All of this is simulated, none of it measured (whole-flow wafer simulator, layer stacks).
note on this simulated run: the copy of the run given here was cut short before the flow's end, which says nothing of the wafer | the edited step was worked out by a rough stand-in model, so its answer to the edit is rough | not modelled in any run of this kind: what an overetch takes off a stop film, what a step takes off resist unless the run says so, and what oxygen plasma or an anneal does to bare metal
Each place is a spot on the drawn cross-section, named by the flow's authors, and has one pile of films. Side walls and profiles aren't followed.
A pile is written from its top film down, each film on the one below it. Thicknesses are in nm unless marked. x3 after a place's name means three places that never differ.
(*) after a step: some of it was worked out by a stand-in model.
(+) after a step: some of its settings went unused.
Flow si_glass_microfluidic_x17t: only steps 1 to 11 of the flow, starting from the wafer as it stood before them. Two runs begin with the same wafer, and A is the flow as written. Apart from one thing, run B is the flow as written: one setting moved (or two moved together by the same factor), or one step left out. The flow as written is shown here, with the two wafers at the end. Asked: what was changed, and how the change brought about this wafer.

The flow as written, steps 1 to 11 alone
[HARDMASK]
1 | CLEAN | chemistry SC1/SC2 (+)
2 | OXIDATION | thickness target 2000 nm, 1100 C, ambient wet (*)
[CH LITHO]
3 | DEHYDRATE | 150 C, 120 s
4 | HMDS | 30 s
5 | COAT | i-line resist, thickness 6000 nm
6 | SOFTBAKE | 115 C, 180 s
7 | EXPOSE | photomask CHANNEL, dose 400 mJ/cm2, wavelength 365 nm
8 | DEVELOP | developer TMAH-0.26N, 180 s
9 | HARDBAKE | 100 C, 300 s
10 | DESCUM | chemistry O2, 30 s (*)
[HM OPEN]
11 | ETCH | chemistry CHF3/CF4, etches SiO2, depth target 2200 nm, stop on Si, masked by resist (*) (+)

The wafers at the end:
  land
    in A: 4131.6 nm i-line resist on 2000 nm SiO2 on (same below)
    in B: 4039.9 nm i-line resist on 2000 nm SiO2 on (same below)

The reason: step 11, ETCH: depth target 2310 nm was run, while the flow as written has depth target 2200 nm.

The path from the change to this, step by step:
  11 | ETCH | chemistry CHF3/CF4, etches SiO2, depth target 2200 nm, stop on Si, masked by resist (*) (+)
      land: A -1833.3 i-line resist | B -1925 i-line resist
